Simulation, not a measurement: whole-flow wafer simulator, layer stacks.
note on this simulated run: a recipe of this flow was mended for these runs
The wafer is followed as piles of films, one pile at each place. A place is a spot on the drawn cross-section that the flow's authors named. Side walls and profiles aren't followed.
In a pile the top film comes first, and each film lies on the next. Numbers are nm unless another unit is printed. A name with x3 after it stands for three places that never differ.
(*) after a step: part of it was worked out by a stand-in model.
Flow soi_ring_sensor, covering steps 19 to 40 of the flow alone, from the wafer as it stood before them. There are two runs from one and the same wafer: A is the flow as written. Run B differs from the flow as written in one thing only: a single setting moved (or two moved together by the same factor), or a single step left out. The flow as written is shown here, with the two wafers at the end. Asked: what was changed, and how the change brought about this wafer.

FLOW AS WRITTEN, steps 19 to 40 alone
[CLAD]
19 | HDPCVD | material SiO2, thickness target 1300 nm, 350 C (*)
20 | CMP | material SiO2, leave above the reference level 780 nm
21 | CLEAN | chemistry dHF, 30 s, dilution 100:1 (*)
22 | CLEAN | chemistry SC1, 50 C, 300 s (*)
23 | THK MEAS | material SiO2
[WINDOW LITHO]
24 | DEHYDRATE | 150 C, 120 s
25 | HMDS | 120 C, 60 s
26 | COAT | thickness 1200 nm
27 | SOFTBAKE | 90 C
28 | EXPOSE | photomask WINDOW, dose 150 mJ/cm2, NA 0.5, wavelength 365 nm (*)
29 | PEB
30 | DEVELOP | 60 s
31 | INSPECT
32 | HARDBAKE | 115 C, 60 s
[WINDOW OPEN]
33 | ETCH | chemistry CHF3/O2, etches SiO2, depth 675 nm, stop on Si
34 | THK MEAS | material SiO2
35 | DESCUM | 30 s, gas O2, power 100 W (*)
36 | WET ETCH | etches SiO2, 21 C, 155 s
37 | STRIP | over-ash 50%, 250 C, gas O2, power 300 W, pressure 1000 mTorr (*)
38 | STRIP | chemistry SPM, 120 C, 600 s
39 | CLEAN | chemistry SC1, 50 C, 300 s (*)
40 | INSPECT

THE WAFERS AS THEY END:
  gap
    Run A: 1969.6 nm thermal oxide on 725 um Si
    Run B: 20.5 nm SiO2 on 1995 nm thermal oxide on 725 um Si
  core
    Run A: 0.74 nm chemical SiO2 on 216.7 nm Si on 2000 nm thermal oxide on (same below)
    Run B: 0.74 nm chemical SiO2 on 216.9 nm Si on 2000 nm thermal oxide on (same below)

Cause: step 36, WET ETCH: 130 s was run, though the flow has 155 s.

The path from the change to this, step by step:
  36 | WET ETCH | etches SiO2, 21 C, 155 s
      gap, window: A SiO2 loses 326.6 (all of it), thermal oxide loses 25 | B SiO2 loses 305.4
  39 | CLEAN | chemistry SC1, 50 C, 300 s (*)
      gap, window: A thermal oxide loses 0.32 | B SiO2 loses 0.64
